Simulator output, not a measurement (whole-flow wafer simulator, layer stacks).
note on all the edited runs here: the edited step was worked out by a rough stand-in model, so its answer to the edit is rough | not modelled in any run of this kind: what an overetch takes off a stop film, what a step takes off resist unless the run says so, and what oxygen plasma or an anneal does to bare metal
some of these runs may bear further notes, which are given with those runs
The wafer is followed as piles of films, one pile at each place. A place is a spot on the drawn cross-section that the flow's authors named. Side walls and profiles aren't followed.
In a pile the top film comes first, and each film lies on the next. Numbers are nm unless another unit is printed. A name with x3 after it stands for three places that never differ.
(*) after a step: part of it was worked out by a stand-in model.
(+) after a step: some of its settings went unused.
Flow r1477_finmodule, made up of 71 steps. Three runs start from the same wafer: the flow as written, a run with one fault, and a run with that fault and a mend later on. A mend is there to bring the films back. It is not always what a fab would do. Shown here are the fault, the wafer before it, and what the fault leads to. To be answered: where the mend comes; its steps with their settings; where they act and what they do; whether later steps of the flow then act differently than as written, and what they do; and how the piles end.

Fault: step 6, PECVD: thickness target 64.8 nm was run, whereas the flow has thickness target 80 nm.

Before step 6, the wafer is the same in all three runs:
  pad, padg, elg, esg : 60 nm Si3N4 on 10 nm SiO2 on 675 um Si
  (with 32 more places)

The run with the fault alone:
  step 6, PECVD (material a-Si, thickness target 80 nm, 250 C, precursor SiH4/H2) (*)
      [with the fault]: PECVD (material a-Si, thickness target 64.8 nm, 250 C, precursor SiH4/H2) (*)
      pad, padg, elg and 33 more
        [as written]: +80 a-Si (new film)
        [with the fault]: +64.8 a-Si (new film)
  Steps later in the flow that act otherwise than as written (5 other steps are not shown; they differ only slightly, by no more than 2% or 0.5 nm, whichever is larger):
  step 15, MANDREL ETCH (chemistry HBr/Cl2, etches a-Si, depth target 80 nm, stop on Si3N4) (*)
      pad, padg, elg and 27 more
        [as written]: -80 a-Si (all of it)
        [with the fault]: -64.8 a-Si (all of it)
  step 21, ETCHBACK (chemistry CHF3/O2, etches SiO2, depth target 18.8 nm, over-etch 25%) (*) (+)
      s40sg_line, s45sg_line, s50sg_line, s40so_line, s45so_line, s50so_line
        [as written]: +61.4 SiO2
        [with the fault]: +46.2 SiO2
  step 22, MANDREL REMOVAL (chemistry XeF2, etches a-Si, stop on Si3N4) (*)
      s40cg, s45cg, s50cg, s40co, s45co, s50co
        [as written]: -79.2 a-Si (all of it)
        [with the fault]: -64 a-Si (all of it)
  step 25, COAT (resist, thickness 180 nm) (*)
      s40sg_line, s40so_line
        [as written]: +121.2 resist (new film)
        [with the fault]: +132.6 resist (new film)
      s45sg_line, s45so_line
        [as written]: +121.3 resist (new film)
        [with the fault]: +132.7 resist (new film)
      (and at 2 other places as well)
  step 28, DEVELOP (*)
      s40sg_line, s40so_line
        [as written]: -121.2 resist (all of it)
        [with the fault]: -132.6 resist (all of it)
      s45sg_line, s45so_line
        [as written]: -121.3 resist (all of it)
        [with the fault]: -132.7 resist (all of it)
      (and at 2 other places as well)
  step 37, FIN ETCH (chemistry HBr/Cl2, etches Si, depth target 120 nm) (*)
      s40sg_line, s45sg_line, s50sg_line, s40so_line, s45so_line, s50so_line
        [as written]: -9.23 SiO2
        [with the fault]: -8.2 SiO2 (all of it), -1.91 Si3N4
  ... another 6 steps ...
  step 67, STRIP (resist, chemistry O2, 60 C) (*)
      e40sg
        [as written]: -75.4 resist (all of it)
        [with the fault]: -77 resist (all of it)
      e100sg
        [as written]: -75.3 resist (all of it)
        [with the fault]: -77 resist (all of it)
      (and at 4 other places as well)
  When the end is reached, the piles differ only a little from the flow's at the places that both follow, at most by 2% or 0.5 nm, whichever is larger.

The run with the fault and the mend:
  The mend stands after step 7.
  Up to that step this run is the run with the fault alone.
  step 7a, PECVD (material a-Si, thickness target 15.2 nm, 250 C, precursor SiH4/H2) (*) (the flow's step 6 again, with other settings)
      pad, padg, elg and 33 more
        +15.2 a-Si
  Later steps of the flow that are run all act as written at every place that is followed.
  At every place that both follow, the piles at the end match the flow's.
